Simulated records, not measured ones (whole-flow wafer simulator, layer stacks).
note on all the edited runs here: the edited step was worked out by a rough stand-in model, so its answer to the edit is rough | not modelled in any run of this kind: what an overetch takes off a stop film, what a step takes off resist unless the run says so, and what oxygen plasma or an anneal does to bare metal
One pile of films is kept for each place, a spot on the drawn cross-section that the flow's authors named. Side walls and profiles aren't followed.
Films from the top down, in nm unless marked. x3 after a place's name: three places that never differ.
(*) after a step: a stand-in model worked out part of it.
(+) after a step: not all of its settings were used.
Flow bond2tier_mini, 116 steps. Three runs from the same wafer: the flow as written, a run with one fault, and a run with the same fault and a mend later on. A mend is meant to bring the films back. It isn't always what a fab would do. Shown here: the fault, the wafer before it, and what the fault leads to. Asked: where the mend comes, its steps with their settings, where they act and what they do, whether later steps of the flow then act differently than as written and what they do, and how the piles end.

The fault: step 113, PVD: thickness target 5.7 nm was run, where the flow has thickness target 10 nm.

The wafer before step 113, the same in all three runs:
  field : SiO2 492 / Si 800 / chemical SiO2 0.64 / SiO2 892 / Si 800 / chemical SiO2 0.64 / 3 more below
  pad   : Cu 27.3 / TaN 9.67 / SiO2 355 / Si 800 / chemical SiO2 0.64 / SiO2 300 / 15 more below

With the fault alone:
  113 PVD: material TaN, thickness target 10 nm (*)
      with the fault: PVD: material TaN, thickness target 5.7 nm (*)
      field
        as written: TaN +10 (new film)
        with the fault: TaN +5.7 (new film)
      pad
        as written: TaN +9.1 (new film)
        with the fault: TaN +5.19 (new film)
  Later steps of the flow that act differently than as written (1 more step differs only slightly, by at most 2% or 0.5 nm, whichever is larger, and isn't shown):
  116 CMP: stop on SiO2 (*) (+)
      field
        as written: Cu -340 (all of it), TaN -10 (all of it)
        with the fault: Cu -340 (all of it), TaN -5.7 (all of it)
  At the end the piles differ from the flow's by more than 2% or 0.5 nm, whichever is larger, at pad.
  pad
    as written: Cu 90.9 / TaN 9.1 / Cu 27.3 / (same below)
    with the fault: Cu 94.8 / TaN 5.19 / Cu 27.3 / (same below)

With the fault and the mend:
  The mend comes after step 113.
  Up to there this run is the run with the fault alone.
  113a PVD: material TaN, thickness target 4.3 nm (*) (the flow's step 113 once more, with other settings)
      field
        TaN +4.3
      pad
        TaN +3.91
  No later step of the flow acts differently than as written at any place that is followed.
  At the end the piles are the same as the flow's at every place that both follow.
